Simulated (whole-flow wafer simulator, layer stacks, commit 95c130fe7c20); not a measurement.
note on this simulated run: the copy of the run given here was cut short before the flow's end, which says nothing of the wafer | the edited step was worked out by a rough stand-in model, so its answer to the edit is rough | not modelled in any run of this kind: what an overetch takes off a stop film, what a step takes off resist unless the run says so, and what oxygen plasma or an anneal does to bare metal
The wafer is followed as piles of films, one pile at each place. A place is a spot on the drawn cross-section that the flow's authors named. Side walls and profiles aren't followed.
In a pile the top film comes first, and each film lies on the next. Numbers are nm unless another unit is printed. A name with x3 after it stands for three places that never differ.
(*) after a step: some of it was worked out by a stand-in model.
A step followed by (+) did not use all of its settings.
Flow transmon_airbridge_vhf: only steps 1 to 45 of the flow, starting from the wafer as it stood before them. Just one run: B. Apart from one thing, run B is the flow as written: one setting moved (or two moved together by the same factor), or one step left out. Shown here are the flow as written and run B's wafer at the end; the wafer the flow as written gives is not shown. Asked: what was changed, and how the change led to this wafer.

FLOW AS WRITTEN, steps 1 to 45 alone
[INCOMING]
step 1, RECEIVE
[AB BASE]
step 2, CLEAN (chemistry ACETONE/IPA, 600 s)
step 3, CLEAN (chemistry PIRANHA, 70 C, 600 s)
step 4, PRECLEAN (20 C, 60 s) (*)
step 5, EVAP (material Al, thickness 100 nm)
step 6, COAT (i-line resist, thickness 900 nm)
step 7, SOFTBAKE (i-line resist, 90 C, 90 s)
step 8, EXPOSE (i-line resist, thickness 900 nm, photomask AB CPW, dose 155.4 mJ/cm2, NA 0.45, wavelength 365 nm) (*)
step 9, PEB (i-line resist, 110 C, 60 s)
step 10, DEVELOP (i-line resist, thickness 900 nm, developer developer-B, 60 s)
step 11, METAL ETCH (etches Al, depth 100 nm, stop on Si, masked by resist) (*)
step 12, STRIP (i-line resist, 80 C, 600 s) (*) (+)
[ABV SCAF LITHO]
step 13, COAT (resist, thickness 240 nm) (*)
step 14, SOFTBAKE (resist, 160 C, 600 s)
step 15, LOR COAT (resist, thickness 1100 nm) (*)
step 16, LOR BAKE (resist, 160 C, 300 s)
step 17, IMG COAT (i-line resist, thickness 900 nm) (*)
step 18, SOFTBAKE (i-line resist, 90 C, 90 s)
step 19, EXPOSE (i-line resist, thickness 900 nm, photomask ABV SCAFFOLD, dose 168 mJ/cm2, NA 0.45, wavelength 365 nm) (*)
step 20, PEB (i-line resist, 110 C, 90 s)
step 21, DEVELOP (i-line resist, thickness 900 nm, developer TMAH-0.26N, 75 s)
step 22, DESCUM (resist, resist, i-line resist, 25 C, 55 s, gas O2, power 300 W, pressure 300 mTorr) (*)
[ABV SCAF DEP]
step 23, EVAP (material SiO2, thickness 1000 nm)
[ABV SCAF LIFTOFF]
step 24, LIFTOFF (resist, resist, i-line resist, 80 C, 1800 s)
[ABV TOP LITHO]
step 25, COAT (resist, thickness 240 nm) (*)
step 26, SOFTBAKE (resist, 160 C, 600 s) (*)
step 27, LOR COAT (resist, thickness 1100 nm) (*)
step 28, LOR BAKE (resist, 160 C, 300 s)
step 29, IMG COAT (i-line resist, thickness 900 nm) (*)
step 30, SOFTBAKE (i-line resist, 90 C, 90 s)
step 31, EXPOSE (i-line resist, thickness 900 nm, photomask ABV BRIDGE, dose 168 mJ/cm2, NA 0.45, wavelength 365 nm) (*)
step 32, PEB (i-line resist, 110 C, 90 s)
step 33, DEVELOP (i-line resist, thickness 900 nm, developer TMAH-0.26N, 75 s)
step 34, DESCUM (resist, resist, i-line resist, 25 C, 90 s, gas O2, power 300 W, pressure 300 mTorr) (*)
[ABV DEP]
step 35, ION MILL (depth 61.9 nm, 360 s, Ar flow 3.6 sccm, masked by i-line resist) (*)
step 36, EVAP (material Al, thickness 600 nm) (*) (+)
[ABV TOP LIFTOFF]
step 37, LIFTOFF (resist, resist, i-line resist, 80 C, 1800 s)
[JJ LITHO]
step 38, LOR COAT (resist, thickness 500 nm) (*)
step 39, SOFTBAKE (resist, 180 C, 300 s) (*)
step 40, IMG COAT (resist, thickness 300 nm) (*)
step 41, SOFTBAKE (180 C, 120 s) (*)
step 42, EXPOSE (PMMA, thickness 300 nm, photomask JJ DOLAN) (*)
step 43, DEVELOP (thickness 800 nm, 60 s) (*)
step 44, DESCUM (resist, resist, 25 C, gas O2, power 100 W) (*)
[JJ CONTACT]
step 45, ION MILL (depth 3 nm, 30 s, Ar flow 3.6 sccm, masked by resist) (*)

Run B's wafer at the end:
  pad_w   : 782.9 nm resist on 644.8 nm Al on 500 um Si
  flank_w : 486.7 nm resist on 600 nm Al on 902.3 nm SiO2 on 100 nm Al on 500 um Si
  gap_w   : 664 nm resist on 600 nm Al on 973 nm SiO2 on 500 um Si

Cause: step 35, ION MILL: depth 46.4 nm was run, while the flow as written has depth 61.9 nm; step 35, ION MILL: 270 s was run, where the flow has 360 s.

How this came from the change, step by step:
  step 35, ION MILL (depth 61.9 nm, 360 s, Ar flow 3.6 sccm, masked by i-line resist) (*)
      field x3, jj_line, ground_far, trace_open_s x2, margin_s, margin_n: i-line resist loses 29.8 (it would be, as written: i-line resist loses 39.7)
      flank_w, gap_w, cpw_trace, gap_e, flank_e, bridge_strip: SiO2 loses 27 (it would be, as written: SiO2 loses 36)
      (and at 2 other places as well)
  step 37, LIFTOFF (resist, resist, i-line resist, 80 C, 1800 s)
      margin_s, margin_n: Al loses 600 (all of it), i-line resist loses 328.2 (all of it), resist loses 992 (all of it) (it would be, as written: Al loses 600 (all of it), i-line resist loses 318.3 (all of it), resist loses 992 (all of it))
